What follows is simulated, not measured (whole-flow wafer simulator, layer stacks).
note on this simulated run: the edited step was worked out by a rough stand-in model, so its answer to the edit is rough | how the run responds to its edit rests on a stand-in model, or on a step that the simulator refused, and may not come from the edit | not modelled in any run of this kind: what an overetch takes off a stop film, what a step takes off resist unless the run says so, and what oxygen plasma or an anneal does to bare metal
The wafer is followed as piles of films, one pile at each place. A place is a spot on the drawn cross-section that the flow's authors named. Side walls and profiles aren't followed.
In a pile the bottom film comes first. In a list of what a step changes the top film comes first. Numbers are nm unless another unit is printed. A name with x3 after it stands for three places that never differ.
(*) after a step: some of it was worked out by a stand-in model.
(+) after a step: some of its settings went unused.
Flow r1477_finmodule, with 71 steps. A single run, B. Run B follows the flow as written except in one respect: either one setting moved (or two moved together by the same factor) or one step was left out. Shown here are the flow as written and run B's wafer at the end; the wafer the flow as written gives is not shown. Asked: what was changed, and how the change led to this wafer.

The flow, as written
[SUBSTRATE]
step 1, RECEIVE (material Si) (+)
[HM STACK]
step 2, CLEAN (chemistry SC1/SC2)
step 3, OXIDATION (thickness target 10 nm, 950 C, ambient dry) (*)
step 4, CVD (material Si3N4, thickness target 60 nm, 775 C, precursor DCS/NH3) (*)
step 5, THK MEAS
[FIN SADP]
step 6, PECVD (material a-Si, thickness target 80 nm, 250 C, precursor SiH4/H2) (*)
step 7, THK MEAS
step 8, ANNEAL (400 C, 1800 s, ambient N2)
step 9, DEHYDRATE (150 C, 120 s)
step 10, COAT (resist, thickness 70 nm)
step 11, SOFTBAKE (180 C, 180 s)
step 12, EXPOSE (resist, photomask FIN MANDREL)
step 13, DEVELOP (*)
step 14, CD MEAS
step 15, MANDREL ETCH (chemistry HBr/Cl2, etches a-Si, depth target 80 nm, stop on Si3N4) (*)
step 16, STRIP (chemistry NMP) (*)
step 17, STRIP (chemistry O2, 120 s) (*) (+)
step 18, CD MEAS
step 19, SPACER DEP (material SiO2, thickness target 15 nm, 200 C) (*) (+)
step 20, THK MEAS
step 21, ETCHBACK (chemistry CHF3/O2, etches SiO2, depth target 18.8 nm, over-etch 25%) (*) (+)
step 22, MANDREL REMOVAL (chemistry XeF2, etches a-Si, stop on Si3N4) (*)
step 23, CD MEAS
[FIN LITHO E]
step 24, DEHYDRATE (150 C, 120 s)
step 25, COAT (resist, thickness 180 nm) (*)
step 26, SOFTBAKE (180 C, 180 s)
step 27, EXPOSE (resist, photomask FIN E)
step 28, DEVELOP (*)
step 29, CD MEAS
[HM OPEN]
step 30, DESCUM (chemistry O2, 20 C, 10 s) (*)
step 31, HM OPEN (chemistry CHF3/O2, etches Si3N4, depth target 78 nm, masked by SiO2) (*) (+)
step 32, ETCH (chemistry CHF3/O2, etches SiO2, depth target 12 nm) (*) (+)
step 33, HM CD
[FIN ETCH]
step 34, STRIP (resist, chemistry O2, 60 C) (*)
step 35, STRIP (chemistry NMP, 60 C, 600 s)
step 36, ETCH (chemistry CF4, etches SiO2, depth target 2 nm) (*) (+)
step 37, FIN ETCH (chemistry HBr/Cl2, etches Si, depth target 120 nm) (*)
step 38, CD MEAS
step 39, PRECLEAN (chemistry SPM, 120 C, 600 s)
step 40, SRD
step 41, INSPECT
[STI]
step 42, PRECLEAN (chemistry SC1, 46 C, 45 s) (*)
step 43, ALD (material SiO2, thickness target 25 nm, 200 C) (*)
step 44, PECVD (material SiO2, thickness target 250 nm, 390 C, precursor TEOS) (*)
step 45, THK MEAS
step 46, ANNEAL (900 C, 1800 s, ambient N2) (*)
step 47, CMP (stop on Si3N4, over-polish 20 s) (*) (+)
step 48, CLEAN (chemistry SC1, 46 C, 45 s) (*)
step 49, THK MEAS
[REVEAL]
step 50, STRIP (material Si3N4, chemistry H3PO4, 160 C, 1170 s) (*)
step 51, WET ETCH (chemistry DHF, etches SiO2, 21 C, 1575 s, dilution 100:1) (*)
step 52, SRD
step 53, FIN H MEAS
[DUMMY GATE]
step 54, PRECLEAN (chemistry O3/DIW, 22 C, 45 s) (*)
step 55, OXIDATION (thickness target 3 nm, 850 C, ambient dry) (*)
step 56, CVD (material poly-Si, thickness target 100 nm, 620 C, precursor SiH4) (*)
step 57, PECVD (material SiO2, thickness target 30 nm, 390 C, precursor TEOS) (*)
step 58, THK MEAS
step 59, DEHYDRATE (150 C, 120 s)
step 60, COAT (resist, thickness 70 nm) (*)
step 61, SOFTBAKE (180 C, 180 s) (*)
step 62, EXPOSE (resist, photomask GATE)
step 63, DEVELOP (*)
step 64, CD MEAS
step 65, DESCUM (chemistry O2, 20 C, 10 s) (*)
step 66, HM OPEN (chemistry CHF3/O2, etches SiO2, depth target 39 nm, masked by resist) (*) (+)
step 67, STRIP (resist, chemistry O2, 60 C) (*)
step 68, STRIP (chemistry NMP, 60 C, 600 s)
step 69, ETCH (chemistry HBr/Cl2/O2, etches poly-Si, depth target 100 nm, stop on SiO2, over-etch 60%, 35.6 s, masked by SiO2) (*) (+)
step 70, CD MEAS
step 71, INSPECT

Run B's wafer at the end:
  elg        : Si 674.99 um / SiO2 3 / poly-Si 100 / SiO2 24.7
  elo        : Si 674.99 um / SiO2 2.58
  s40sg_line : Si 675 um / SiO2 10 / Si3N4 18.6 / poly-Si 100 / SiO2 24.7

What caused this: step 6, PECVD: thickness target 34 nm was run, whereas the flow has thickness target 80 nm.

The path from the change to this, step by step:
  step 6, PECVD (material a-Si, thickness target 80 nm, 250 C, precursor SiH4/H2) (*)
      pad, padg, elg and 33 more: +34 a-Si (new film) (it would be, as written: +80 a-Si (new film))
  step 15, MANDREL ETCH (chemistry HBr/Cl2, etches a-Si, depth target 80 nm, stop on Si3N4) (*)
      pad, padg, elg and 27 more: -34 a-Si (all of it) (it would be, as written: -80 a-Si (all of it))
      s40cg, s45cg, s50cg, s40co, s45co, s50co: -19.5 resist (it would be, as written: -30.7 resist)
  step 16, STRIP (chemistry NMP) (*)
      s40cg, s45cg, s50cg, s40co, s45co, s50co: -50.5 resist (all of it) (it would be, as written: -39.3 resist (all of it))
  step 21, ETCHBACK (chemistry CHF3/O2, etches SiO2, depth target 18.8 nm, over-etch 25%) (*) (+)
      s40sg_line, s45sg_line, s50sg_line, s40so_line, s45so_line, s50so_line: +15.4 SiO2 (it would be, as written: +61.4 SiO2)
  step 22, MANDREL REMOVAL (chemistry XeF2, etches a-Si, stop on Si3N4) (*)
      s40cg, s45cg, s50cg, s40co, s45co, s50co: -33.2 a-Si (all of it) (it would be, as written: -79.2 a-Si (all of it))
  step 25, COAT (resist, thickness 180 nm) (*)
      s40cg, s40co: +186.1 resist (new film) (it would be, as written: +197.6 resist (new film))
      s40sg, s40so: +189.7 resist (new film) (it would be, as written: +201.2 resist (new film))
      (and at 14 other places as well)
  step 28, DEVELOP (*)
      s40cg, s40co: -186.1 resist (all of it) (it would be, as written: -197.6 resist (all of it))
      s40sg, s40so: -189.7 resist (all of it) (it would be, as written: -201.2 resist (all of it))
      (and at 14 other places as well)
  step 31, HM OPEN (chemistry CHF3/O2, etches Si3N4, depth target 78 nm, masked by SiO2) (*) (+)
      s40sg_line, s45sg_line, s50sg_line, s40so_line, s45so_line, s50so_line: -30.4 SiO2 (all of it), -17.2 Si3N4 (it would be, as written: -39 SiO2)
  step 32, ETCH (chemistry CHF3/O2, etches SiO2, depth target 12 nm) (*) (+)
      s40sg_line, s45sg_line, s50sg_line, s40so_line, s45so_line, s50so_line: -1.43 Si3N4 (it would be, as written: -12 SiO2)
      pad, padg, e40sg and 11 more: -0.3 Si (it would be, as written: -2.4 Si)
      (and at 16 other places as well)
  step 34, STRIP (resist, chemistry O2, 60 C) (*)
      elg, e40lg, e100lg, e200lg, elo, e40lo, e100lo, e200lo: -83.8 resist (all of it) (it would be, as written: -73.8 resist (all of it))
  step 36, ETCH (chemistry CF4, etches SiO2, depth target 2 nm) (*) (+)
      elg, e40lg, e100lg, e200lg, elo, e40lo, e100lo, e200lo: nothing (it would be, as written: -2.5 Si3N4)
      s40sg_line, s45sg_line, s50sg_line, s40so_line, s45so_line, s50so_line: nothing (it would be, as written: -2 SiO2)
  step 37, FIN ETCH (chemistry HBr/Cl2, etches Si, depth target 120 nm) (*)
      s40sg_line, s45sg_line, s50sg_line, s40so_line, s45so_line, s50so_line: -17.1 Si3N4 (it would be, as written: -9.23 SiO2)
  step 43, ALD (material SiO2, thickness target 25 nm, 200 C) (*)
      s40sg_line, s45sg_line, s50sg_line, s40so_line, s45so_line, s50so_line: +25 SiO2 (new film) (it would be, as written: +25 SiO2)
      s40cg, s45cg, s50cg, s40co, s45co, s50co: +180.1 SiO2 (new film) (it would be, as written: +232.1 SiO2 (new film))
  step 47, CMP (stop on Si3N4, over-polish 20 s) (*) (+)
      elg, e40lg, e100lg, e200lg, elo, e40lo, e100lo, e200lo: -263.8 SiO2 (all of it), -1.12 Si3N4 (it would be, as written: -241.6 SiO2)
      s40sg_line, s45sg_line, s50sg_line, s40so_line, s45so_line, s50so_line: -249.9 SiO2 (it would be, as written: -277.9 SiO2 (all of it), -1.12 Si3N4)
      (and at 22 other places as well)
  step 50, STRIP (material Si3N4, chemistry H3PO4, 160 C, 1170 s) (*)
      elg, e40lg, e100lg, e200lg, elo, e40lo, e100lo, e200lo: -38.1 Si3N4 (all of it), -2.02 SiO2 (it would be, as written: -4.28 SiO2)
      s40sg_line, s45sg_line, s50sg_line, s40so_line, s45so_line, s50so_line: -4.28 SiO2 (it would be, as written: -58.9 Si3N4 (all of it), -1.37 SiO2)
  step 51, WET ETCH (chemistry DHF, etches SiO2, 21 C, 1575 s, dilution 100:1) (*)
      elg, e40lg, e100lg, e200lg, elo, e40lo, e100lo, e200lo: -7.98 SiO2 (all of it) (it would be, as written: -17.8 SiO2 (all of it), -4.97 Si3N4)
      s40sg_line, s45sg_line, s50sg_line, s40so_line, s45so_line, s50so_line: -9.59 SiO2 (all of it), -5.64 Si3N4 (it would be, as written: -8.63 SiO2 (all of it))
  ... 6 other steps ...
  step 69, ETCH (chemistry HBr/Cl2/O2, etches poly-Si, depth target 100 nm, stop on SiO2, over-etch 60%, 35.6 s, masked by SiO2) (*) (+)
      s40co: -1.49 chemical SiO2 (all of it), -160 poly-Si (it would be, as written: -1.46 chemical SiO2 (all of it), -111.5 poly-Si (all of it), -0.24 SiO2)
      s45co: -1.49 chemical SiO2 (all of it), -160 poly-Si (it would be, as written: -1.46 chemical SiO2 (all of it), -110.9 poly-Si (all of it), -0.25 SiO2)
      (and at 1 other place as well)
